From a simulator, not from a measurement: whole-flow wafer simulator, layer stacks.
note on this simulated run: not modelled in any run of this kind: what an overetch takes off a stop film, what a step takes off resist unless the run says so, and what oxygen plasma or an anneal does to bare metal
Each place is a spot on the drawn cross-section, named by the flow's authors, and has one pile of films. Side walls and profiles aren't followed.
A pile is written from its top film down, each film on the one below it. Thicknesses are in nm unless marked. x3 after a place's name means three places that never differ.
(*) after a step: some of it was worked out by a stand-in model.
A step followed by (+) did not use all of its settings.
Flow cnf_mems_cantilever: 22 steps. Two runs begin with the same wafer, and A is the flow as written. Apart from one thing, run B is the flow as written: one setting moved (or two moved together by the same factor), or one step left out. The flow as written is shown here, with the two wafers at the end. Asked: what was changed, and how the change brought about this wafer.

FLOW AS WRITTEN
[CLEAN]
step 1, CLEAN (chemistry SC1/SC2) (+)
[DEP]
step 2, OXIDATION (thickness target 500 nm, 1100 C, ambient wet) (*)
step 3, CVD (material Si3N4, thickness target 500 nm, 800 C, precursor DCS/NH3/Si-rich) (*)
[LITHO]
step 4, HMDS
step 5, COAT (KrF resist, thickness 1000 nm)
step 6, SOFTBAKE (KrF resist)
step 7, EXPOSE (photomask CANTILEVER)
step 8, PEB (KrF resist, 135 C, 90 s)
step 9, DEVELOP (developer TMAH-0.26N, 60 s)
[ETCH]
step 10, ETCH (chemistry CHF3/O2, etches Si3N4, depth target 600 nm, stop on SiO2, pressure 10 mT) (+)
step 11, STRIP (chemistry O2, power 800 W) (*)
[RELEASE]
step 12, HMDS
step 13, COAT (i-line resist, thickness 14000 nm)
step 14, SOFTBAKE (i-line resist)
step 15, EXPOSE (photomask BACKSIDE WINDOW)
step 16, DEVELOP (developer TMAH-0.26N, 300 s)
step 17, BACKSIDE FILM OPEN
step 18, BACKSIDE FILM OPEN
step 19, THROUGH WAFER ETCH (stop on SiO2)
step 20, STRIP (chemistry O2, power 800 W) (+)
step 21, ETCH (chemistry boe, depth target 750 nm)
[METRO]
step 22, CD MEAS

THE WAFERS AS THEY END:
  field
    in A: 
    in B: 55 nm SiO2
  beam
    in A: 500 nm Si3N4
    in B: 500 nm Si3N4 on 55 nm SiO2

Cause: step 21, ETCH: depth target 445 nm was run, though the flow has depth target 750 nm.

Step by step, how the change led to this:
  step 21, ETCH (chemistry boe, depth target 750 nm)
      field: A SiO2 loses 500 (all of it) | B SiO2 loses 445
      beam: A under 1 film: SiO2 loses 500 (all of it) | B under 1 film: SiO2 loses 445
